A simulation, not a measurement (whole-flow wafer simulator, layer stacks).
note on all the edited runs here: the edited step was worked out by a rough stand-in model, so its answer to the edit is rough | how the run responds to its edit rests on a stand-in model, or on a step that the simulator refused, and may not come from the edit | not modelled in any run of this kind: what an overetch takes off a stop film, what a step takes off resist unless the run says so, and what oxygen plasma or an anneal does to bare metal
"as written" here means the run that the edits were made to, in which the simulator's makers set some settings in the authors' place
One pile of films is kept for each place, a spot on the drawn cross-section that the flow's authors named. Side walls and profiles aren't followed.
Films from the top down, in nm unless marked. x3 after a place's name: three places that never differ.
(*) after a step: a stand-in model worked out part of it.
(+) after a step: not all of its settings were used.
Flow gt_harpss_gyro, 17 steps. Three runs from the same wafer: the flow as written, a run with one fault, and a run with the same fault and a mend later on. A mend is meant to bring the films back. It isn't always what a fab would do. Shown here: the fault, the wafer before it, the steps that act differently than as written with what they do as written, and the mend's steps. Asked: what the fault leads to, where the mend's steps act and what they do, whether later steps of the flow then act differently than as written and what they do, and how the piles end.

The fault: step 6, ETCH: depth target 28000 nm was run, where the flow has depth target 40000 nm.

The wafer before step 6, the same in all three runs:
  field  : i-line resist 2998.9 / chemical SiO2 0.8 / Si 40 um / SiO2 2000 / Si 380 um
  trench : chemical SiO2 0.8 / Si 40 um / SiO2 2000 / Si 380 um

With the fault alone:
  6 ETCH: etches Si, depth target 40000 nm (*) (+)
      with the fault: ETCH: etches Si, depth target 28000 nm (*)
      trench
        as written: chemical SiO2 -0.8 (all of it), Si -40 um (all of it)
        with the fault: chemical SiO2 -0.8 (all of it), Si -28 um
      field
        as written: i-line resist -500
        with the fault: i-line resist -350
  Later steps of the flow that act differently than as written (3 more steps differ only slightly, by at most 2% or 0.5 nm, whichever is larger, and aren't shown):
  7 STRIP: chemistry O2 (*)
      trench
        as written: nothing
        with the fault: chemical SiO2 +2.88 (new film), Si -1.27
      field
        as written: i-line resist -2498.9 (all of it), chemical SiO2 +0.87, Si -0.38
        with the fault: i-line resist -2648.9 (all of it), chemical SiO2 +0.89, Si -0.39
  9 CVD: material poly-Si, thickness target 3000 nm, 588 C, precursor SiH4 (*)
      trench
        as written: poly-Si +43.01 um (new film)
        with the fault: poly-Si +31 um (new film)
  At the end the piles differ from the flow's by more than 2% or 0.5 nm, whichever is larger, at trench.
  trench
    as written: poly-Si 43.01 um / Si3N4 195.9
    with the fault: poly-Si 31 um / Si3N4 197.6 / chemical SiO2 2.88 / Si 12 um

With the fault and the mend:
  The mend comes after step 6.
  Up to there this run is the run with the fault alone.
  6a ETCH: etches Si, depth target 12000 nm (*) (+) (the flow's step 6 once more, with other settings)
      field
        i-line resist -150
      trench
        Si -12 um (all of it)
  No later step of the flow acts differently than as written at any place that is followed.
  At the end the piles are the same as the flow's at every place that both follow.
